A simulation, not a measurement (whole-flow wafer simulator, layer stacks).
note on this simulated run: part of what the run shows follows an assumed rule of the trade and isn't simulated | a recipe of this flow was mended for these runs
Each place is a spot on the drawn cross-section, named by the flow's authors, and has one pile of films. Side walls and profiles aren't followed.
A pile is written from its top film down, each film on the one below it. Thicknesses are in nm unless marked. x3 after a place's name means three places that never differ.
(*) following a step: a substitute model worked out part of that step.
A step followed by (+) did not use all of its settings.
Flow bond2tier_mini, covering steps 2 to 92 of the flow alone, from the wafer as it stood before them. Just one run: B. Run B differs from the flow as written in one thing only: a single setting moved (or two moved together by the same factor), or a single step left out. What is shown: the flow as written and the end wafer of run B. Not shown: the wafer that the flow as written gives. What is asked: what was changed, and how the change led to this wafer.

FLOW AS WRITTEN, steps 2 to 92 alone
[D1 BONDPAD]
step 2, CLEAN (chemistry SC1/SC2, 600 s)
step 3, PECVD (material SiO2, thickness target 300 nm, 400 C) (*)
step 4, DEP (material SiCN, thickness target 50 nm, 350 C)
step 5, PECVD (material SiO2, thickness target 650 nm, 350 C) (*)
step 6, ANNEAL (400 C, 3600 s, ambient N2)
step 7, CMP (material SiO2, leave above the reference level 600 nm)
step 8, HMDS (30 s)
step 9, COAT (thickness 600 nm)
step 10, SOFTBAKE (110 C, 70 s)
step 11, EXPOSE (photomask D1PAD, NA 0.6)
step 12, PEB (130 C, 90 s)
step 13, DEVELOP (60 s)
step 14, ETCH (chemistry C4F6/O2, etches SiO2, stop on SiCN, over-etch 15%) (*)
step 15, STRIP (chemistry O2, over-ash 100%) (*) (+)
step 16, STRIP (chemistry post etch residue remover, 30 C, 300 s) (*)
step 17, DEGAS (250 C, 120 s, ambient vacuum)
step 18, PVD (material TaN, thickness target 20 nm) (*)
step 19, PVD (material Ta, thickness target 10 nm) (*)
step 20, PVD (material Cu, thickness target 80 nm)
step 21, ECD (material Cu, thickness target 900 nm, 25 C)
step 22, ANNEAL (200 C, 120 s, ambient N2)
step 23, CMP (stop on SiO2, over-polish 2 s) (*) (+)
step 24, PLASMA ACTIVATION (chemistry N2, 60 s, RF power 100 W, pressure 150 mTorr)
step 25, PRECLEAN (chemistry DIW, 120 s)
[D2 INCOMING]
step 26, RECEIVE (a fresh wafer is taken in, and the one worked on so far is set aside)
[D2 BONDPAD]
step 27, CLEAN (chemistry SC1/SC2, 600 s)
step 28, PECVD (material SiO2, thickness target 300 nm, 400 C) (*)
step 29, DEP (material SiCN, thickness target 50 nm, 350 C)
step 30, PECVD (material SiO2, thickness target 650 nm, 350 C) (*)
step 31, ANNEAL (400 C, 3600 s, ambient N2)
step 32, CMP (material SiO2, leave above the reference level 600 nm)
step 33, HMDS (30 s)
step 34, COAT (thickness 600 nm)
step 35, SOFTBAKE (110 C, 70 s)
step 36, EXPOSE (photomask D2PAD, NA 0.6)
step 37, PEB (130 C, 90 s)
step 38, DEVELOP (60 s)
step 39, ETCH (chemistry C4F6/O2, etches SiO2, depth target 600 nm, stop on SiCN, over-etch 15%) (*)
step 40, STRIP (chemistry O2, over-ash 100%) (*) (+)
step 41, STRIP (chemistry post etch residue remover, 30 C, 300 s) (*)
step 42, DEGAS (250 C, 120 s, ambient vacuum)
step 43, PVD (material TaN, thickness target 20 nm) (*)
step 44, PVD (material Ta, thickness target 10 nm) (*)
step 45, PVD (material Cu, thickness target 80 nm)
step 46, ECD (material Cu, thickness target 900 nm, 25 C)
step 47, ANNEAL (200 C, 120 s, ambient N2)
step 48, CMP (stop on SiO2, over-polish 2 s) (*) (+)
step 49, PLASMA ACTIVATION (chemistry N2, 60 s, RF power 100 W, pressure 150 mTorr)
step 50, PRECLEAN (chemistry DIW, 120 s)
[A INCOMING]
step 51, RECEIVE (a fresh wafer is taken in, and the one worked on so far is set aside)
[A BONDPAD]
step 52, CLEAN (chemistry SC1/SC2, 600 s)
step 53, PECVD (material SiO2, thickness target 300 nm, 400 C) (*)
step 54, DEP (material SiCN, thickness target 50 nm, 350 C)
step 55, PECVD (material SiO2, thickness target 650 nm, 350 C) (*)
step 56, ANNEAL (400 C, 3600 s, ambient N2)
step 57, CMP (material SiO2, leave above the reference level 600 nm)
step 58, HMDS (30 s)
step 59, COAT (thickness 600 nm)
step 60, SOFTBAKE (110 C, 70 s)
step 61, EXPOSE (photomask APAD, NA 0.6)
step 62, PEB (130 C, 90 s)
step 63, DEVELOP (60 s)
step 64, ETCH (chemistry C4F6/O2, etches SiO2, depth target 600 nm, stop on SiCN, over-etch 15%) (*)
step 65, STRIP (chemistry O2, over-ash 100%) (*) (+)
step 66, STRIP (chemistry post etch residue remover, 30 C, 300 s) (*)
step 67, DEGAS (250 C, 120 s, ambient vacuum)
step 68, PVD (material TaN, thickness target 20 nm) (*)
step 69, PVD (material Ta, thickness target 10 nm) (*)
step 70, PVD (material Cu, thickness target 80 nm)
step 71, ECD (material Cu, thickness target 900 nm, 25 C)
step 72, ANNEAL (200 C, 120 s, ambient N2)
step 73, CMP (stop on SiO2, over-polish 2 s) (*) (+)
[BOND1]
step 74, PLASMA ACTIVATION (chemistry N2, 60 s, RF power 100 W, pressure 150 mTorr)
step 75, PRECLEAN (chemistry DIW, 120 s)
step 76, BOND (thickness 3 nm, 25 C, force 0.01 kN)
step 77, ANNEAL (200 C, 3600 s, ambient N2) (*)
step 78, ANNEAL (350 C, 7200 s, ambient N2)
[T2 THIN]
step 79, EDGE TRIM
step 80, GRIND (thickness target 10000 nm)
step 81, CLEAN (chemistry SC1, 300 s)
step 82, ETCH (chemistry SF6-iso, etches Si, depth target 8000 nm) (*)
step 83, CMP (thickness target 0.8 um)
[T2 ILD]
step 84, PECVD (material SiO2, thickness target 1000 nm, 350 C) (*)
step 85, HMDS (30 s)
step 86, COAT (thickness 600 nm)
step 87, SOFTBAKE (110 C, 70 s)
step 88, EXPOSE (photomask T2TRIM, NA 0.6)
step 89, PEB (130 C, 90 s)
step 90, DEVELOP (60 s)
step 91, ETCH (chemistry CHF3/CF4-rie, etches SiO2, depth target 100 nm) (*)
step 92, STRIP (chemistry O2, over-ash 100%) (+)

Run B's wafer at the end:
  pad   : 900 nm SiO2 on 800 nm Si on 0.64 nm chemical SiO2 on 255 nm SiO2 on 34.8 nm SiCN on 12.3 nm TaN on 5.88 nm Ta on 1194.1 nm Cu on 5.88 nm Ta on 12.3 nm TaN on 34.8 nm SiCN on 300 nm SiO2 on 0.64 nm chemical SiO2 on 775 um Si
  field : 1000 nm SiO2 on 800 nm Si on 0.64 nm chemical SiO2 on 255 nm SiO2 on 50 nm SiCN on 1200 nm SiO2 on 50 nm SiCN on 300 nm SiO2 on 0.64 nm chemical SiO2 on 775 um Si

Cause: step 3, PECVD: thickness target 255 nm was run, whereas the flow has thickness target 300 nm.
The wafer lets one read it off: pad has SiO2 255, and step 3 as written asks for 300 nm.

The path from the change to this, step by step:
  step 3, PECVD (material SiO2, thickness target 300 nm, 400 C) (*)
      field, pad, via: SiO2 gains 255 (new film) (as written it would have been: SiO2 gains 300 (new film))
  step 76, BOND (thickness 3 nm, 25 C, force 0.01 kN)
      field: Si gains 775 um (new film), chemical SiO2 gains 0.64 (new film), SiO2 gains 255 (new film), SiCN gains 50 (new film), SiO2 gains 600 (as written it would have been: Si gains 775 um (new film), chemical SiO2 gains 0.64 (new film), SiO2 gains 300 (new film), SiCN gains 50 (new film), SiO2 gains 600)
      pad: Si gains 775 um (new film), chemical SiO2 gains 0.64 (new film), SiO2 gains 255 (new film), SiCN gains 34.8 (new film), TaN gains 12.3 (new film), Ta gains 5.88 (new film), Cu gains 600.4 (as written it would have been: Si gains 775 um (new film), chemical SiO2 gains 0.64 (new film), SiO2 gains 300 (new film), SiCN gains 34.8 (new film), TaN gains 12.3 (new film), Ta gains 5.88 (new film), Cu gains 600.4)
      (as well as at 1 more place)
